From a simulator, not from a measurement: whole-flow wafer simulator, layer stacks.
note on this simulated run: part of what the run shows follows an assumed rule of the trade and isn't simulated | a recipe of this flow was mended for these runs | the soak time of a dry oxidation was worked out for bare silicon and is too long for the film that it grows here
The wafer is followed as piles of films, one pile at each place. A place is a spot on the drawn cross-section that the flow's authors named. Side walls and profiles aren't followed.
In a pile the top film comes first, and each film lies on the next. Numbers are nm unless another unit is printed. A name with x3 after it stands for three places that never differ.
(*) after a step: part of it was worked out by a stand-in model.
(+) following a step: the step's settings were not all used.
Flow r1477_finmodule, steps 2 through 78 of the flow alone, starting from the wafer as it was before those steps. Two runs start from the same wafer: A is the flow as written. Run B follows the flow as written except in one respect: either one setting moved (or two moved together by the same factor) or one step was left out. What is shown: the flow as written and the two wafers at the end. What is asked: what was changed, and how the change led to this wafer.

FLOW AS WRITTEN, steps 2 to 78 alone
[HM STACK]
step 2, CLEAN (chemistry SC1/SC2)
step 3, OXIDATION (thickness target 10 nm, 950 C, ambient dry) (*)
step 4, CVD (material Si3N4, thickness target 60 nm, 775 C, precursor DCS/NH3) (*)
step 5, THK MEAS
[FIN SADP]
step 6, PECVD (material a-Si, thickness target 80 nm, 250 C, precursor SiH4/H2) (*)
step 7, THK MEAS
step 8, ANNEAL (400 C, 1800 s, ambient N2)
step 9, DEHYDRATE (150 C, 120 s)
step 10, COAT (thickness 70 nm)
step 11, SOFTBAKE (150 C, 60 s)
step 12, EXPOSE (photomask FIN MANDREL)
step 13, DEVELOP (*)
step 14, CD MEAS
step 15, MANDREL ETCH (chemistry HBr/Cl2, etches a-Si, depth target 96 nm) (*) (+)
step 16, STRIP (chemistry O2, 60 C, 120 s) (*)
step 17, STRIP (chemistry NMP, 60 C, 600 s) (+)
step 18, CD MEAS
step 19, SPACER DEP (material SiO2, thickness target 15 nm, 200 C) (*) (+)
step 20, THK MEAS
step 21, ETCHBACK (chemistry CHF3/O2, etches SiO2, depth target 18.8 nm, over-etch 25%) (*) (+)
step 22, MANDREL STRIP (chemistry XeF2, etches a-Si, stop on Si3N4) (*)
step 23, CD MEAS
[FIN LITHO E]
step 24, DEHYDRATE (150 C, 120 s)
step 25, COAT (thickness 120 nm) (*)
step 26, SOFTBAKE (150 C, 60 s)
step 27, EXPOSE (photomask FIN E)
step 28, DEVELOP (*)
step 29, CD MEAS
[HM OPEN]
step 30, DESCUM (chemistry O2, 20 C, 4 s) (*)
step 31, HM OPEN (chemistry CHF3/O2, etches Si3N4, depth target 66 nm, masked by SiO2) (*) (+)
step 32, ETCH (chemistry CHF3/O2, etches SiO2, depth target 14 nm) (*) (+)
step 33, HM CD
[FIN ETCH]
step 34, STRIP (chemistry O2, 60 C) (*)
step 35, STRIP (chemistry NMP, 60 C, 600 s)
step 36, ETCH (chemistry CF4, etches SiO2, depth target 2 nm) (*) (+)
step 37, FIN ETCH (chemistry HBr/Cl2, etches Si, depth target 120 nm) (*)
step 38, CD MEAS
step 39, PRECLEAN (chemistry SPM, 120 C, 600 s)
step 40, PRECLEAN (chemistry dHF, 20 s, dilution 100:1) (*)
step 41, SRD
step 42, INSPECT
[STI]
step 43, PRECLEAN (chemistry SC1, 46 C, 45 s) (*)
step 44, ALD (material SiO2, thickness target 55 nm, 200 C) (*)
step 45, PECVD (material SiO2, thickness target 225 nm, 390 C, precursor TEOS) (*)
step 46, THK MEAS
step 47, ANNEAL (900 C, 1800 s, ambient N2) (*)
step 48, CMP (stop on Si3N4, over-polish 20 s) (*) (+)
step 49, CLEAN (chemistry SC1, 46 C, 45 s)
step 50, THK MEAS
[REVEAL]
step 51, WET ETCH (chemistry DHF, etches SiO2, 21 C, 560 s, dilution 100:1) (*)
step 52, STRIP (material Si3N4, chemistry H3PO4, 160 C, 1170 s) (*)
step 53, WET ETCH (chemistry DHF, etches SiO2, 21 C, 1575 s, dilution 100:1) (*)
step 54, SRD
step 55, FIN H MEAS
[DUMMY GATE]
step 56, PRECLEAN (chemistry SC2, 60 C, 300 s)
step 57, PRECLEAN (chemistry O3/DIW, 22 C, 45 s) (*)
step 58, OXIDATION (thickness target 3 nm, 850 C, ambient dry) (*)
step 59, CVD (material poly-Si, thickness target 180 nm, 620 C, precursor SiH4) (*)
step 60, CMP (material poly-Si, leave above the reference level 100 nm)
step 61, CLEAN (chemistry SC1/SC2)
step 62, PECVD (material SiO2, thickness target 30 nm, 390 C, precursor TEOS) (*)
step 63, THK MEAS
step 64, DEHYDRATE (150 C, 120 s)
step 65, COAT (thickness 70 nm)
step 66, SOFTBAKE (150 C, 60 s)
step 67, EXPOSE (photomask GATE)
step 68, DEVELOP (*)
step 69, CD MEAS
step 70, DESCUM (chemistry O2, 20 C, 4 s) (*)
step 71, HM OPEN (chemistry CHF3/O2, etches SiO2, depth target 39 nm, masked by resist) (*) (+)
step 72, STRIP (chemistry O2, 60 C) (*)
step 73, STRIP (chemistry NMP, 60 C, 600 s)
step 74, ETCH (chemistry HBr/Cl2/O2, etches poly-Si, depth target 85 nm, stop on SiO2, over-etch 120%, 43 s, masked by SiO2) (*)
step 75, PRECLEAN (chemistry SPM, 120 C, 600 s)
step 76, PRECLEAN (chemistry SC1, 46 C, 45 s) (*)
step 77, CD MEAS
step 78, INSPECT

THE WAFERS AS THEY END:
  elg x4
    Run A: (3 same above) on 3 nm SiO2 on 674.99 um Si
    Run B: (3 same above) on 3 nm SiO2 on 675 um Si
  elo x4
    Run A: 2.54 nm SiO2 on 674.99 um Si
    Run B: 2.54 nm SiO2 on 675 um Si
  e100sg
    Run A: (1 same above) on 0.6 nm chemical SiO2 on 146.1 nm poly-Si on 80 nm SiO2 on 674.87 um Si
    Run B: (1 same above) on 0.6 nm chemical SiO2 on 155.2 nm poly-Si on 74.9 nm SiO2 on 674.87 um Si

What caused this: step 3, OXIDATION: thickness target 10 nm, 950 C, ambient dry (*), was skipped.

Step by step, how the change led to this:
  step 31, HM OPEN (chemistry CHF3/O2, etches Si3N4, depth target 66 nm, masked by SiO2) (*) (+)
      pad, padg, esg and 13 more: A Si3N4 loses 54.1 (all of it), SiO2 loses 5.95 | B Si3N4 loses 54.1 (all of it), chemical SiO2 loses 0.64 (all of it), Si loses 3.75
      s40cg, s45cg, s50cg, s40co, s45co, s50co: A Si3N4 loses 60 (all of it), SiO2 loses 3 | B Si3N4 loses 60 (all of it), chemical SiO2 loses 0.64 (all of it), Si loses 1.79
  step 32, ETCH (chemistry CHF3/O2, etches SiO2, depth target 14 nm) (*) (+)
      pad, padg: A SiO2 loses 4.05 (all of it), Si loses 1.99 | B Si loses 2.8
      esg, eso: A SiO2 loses 4.05 (all of it), Si loses 1.99 | B Si loses 2.31
      (also at 18 further places)
  step 44, ALD (material SiO2, thickness target 55 nm, 200 C) (*)
      s45cg, s50cg, s45co, s50co: A SiO2 gains 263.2 (new film) | B SiO2 gains 256.7 (new film)
      esg, eso: A SiO2 gains 223.2 (new film) | B SiO2 gains 217.9 (new film)
      (also at 8 further places)
  step 48, CMP (stop on Si3N4, over-polish 20 s) (*) (+)
      pad, padg: A SiO2 loses 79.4 | B SiO2 loses 84.2
  step 52, STRIP (material Si3N4, chemistry H3PO4, 160 C, 1170 s) (*)
      elg x4, elo x4: A Si3N4 loses 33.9 (all of it), SiO2 loses 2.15 | B Si3N4 loses 33.9 (all of it), chemical SiO2 loses 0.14, Si loses 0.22
      s40sg_line, s45sg_line, s50sg_line, s40so_line, s45so_line, s50so_line: A Si3N4 loses 55.1 (all of it), SiO2 loses 1.49 | B Si3N4 loses 55.1 (all of it), chemical SiO2 loses 0.14, Si loses 0.22
  step 53, WET ETCH (chemistry DHF, etches SiO2, 21 C, 1575 s, dilution 100:1) (*)
      elg x4, elo x4: A SiO2 loses 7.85 (all of it) | B chemical SiO2 loses 0.5 (all of it)
      s40sg_line, s45sg_line, s50sg_line, s40so_line, s45so_line, s50so_line: A SiO2 loses 8.51 (all of it) | B chemical SiO2 loses 0.5 (all of it)
  step 59, CVD (material poly-Si, thickness target 180 nm, 620 C, precursor SiH4) (*)
      esg, e40sg, e100sg and 15 more: A poly-Si gains 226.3 (new film) | B poly-Si gains 235.4 (new film)
      e200sg, e200so: A poly-Si gains 219.2 (new film) | B poly-Si gains 235.4 (new film)
  step 60, CMP (material poly-Si, leave above the reference level 100 nm)
      pad, padg: A poly-Si loses 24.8 | B poly-Si loses 15.6
      e200sg, e200so: A poly-Si loses 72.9 | B poly-Si loses 80
  step 74, ETCH (chemistry HBr/Cl2/O2, etches poly-Si, depth target 85 nm, stop on SiO2, over-etch 120%, 43 s, masked by SiO2) (*)
      eso, e40so, e100so and 7 more: A chemical SiO2 loses 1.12 (all of it), poly-Si loses 143.9 (all of it), SiO2 loses 0.22 | B chemical SiO2 loses 1.12 (all of it), poly-Si loses 153 (all of it), SiO2 loses 0.17
      pad: A chemical SiO2 loses 1.12 (all of it), poly-Si loses 152.8 (all of it), SiO2 loses 0.17 | B chemical SiO2 loses 1.12 (all of it), poly-Si loses 161.9 (all of it), SiO2 loses 0.13
